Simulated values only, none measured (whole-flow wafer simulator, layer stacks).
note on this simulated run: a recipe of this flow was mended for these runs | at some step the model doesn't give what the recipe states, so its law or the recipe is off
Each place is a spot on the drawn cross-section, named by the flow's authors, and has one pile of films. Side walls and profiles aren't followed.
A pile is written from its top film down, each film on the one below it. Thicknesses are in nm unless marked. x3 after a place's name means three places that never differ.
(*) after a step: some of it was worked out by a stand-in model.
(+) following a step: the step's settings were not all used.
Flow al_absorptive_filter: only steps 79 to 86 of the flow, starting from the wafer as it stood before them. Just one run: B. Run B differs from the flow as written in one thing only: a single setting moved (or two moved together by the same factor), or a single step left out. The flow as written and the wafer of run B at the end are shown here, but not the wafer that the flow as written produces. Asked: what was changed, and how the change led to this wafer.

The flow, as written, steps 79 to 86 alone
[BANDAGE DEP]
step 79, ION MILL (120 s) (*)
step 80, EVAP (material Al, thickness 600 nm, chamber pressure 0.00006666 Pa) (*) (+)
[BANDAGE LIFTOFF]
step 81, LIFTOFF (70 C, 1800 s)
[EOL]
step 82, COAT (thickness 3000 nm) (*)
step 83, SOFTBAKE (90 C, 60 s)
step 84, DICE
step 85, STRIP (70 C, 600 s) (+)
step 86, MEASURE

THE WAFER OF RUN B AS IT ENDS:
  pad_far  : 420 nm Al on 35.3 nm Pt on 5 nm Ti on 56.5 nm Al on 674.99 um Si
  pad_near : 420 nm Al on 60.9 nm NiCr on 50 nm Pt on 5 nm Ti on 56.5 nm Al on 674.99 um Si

Cause: step 80, EVAP: thickness 420 nm was run, though the flow has thickness 600 nm.
The wafer lets one read it off: pad_far has Al 420, and step 80 as written asks for 600 nm.

How this came from the change, step by step:
  step 80, EVAP (material Al, thickness 600 nm, chamber pressure 0.00006666 Pa) (*) (+)
      gnd, pad_far, pad_near and 11 more: +420 Al (new film) (it would be, as written: +600 Al (new film))
  step 81, LIFTOFF (70 C, 1800 s)
      xa_field, xl_land, idc_field: -420 Al (all of it), -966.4 i-line-resist (all of it), -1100 lift-off-underlayer (all of it), -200 acrylic-e-beam-resist (all of it) (it would be, as written: -600 Al (all of it), -966.4 i-line-resist (all of it), -1100 lift-off-underlayer (all of it), -200 acrylic-e-beam-resist (all of it))
      gnd: -420 Al (all of it), -968.3 i-line-resist (all of it), -1103.3 lift-off-underlayer (all of it), -200.9 acrylic-e-beam-resist (all of it) (it would be, as written: -600 Al (all of it), -968.3 i-line-resist (all of it), -1103.3 lift-off-underlayer (all of it), -200.9 acrylic-e-beam-resist (all of it))
      (as well as at 8 more places)
  step 82, COAT (thickness 3000 nm) (*)
      pad_far: +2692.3 i-line-resist (new film) (it would be, as written: +2560.9 i-line-resist (new film))
      pad_near: +2614 i-line-resist (new film) (it would be, as written: +2480.3 i-line-resist (new film))
  step 83, SOFTBAKE (90 C, 60 s)
      gnd: +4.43 i-line-resist (it would be, as written: +6.13 i-line-resist)
      pad_far: -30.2 i-line-resist (it would be, as written: -44.2 i-line-resist)
      (as well as at 2 more places)
  step 85, STRIP (70 C, 600 s) (+)
      pad_far: -2662.1 i-line-resist (all of it) (it would be, as written: -2516.7 i-line-resist (all of it))
      pad_near: -2585.4 i-line-resist (all of it) (it would be, as written: -2439.3 i-line-resist (all of it))
